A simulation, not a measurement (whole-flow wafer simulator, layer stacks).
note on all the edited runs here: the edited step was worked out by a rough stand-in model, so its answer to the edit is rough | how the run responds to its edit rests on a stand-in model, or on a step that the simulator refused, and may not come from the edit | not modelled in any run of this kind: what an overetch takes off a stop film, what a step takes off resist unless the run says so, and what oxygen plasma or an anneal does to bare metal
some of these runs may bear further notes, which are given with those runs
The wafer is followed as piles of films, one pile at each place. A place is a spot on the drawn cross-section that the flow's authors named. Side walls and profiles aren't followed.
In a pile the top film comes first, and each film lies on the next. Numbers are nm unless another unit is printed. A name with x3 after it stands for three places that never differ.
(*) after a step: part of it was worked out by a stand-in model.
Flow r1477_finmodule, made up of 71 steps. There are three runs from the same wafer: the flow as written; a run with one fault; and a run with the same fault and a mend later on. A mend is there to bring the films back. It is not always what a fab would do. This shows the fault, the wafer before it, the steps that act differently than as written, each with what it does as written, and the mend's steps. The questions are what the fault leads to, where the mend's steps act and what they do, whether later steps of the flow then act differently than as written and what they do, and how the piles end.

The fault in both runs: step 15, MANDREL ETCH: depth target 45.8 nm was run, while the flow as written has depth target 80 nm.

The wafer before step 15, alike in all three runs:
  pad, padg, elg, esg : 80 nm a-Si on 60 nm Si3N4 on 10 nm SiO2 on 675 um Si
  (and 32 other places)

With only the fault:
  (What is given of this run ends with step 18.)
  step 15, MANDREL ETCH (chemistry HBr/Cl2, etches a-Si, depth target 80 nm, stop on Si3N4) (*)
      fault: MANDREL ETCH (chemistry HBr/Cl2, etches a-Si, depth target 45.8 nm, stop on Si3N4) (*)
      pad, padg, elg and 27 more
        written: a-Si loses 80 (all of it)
        fault: a-Si loses 45.8
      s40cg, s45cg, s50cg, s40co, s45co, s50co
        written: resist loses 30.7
        fault: resist loses 17.6
  Steps later in the flow that act otherwise than as written:
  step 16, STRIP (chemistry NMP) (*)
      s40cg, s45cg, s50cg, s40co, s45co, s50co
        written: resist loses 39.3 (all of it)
        fault: resist loses 52.4 (all of it)
  Once step 18 is done, the piles at pad, padg, elg and 27 more depart from the flow's by more than 2% or 0.5 nm, whichever is larger.
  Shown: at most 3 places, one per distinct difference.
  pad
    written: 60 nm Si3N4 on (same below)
    fault: 34.2 nm a-Si on 60 nm Si3N4 on (same below)

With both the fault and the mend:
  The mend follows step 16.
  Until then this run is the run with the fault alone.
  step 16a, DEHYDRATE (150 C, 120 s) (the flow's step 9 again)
      alters no film at any place that is followed
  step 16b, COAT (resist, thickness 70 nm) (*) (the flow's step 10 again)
      pad, padg, elg and 15 more
        resist gains 70 (new film)
      s40cg, s40co
        resist gains 39.8 (new film)
      s40sg, s40so
        resist gains 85 (new film)
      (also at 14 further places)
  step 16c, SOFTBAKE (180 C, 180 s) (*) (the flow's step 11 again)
      alters no film at any place that is followed
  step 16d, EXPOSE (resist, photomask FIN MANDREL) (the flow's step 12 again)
      alters no film at any place that is followed
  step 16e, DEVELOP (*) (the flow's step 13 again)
      pad, padg, elg and 15 more
        resist loses 70 (all of it)
      s40sg, s40so
        resist loses 85 (all of it)
      s40sg_line, s40so_line
        resist loses 85.3 (all of it)
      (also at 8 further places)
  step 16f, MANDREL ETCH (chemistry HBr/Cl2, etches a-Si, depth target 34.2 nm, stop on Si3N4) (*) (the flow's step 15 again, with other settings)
      pad, padg, elg and 27 more
        a-Si loses 34.2 (all of it)
      s40cg, s45cg, s50cg, s40co, s45co, s50co
        resist loses 13.1
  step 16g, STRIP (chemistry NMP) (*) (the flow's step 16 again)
      s40cg, s40co
        resist loses 26.7 (all of it)
      s45cg, s45co
        resist loses 28.6 (all of it)
      s50cg, s50co
        resist loses 30.5 (all of it)
  None of the later steps of the flow acts differently than as written at any place that is followed.
  By the end, the piles equal the flow's at every place that both follow.
